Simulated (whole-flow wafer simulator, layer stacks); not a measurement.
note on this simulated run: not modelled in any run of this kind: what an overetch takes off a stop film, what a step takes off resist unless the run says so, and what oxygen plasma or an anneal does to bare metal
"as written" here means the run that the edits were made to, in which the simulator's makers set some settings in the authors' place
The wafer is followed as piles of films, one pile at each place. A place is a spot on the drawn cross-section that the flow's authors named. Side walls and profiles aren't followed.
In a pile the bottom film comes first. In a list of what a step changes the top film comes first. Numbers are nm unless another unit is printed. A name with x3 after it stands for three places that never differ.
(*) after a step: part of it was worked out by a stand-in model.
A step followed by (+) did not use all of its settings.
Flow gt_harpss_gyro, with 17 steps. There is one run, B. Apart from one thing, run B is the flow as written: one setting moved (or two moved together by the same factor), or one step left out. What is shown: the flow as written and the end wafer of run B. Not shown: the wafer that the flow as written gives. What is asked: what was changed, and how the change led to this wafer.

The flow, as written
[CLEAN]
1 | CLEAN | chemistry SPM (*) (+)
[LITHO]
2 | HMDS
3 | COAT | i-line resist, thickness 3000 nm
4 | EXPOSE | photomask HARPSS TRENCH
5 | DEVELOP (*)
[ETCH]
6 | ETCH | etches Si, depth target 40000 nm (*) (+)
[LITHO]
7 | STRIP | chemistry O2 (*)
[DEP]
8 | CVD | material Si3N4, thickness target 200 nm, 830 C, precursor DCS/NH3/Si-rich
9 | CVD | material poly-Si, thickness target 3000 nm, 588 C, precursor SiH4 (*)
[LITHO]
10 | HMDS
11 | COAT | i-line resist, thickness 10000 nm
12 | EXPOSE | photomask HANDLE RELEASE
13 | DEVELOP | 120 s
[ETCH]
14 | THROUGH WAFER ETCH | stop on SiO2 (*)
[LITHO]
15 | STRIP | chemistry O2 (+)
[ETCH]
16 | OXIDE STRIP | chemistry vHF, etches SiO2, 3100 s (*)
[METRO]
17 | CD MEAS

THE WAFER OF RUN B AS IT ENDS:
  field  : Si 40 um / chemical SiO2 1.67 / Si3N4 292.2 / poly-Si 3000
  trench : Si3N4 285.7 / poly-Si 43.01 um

What caused this: step 8, CVD: thickness target 292.2 nm was run, while the flow as written has thickness target 200 nm.
The wafer itself shows it: field has Si3N4 292.2, and step 8 as written asks for 200 nm.

Step by step, how the change led to this:
  8 | CVD | material Si3N4, thickness target 200 nm, 830 C, precursor DCS/NH3/Si-rich
      field: Si3N4 gains 292.2 (new film) (in the flow as written it would be: Si3N4 gains 200 (new film))
      trench: Si3N4 gains 285.7 (new film) (in the flow as written it would be: Si3N4 gains 195.9 (new film))
